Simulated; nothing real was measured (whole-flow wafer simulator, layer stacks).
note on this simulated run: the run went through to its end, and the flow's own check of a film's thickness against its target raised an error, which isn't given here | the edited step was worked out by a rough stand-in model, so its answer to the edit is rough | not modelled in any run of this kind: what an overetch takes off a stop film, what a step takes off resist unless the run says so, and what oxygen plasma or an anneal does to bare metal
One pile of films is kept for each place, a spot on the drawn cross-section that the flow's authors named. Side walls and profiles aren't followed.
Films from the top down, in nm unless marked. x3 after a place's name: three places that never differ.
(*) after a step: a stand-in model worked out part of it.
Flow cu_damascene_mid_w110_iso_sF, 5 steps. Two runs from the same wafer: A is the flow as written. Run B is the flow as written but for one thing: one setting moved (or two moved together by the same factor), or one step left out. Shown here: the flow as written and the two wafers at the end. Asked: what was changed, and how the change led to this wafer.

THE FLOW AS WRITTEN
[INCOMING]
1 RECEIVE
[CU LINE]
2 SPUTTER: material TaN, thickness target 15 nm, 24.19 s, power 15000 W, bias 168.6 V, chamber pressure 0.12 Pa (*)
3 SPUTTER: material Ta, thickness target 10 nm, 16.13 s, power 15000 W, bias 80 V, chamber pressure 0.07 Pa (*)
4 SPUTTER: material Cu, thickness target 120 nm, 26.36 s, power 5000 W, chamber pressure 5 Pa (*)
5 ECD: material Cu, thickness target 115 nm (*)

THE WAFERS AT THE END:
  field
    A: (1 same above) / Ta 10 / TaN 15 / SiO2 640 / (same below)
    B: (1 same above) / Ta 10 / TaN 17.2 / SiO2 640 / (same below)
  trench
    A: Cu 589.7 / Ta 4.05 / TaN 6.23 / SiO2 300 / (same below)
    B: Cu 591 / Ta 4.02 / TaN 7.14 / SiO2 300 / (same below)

The cause: step 2, SPUTTER: thickness target 17.2 nm was run, where the flow has thickness target 15 nm; step 2, SPUTTER: 27.82 s was run, where the flow has 24.19 s.
It can be read off the wafer: field has TaN 17.2, and step 2 as written asks for 15 nm.

How the change led to this, step by step:
  2 SPUTTER: material TaN, thickness target 15 nm, 24.19 s, power 15000 W, bias 168.6 V, chamber pressure 0.12 Pa (*)
      field: A TaN +15 (new film) | B TaN +17.2 (new film)
      trench: A TaN +6.23 (new film) | B TaN +7.14 (new film)
